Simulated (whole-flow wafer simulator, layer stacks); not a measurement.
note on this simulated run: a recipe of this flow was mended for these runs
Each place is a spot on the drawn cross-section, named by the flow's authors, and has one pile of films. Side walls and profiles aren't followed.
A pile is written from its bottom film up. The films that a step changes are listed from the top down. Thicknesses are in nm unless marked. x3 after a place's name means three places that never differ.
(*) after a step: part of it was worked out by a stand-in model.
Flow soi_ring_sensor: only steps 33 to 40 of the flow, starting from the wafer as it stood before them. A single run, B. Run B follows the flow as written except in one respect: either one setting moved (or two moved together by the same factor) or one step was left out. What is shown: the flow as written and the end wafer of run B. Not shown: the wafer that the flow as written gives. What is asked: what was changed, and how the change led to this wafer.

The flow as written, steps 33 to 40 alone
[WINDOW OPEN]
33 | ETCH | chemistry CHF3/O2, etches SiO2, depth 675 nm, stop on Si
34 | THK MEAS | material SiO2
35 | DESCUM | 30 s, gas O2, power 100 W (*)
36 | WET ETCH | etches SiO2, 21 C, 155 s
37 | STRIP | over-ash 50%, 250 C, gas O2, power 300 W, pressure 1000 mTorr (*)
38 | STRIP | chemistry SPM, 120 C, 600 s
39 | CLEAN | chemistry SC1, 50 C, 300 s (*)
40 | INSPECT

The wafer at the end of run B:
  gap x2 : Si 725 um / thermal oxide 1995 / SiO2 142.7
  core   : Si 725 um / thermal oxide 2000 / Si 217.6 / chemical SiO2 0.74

The reason: step 36, WET ETCH: 78 s was run, whereas the flow has 155 s.

How this came from the change, step by step:
  36 | WET ETCH | etches SiO2, 21 C, 155 s
      gap x2: -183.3 SiO2 (in the flow as written it would be: -326.6 SiO2 (all of it), -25 thermal oxide)
      core: -102.4 SiO2 (all of it), -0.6 chemical SiO2 (all of it), -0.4 Si (in the flow as written it would be: -102.4 SiO2 (all of it), -0.6 chemical SiO2 (all of it), -1.3 Si)
  39 | CLEAN | chemistry SC1, 50 C, 300 s (*)
      gap x2: -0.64 SiO2 (in the flow as written it would be: -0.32 thermal oxide)
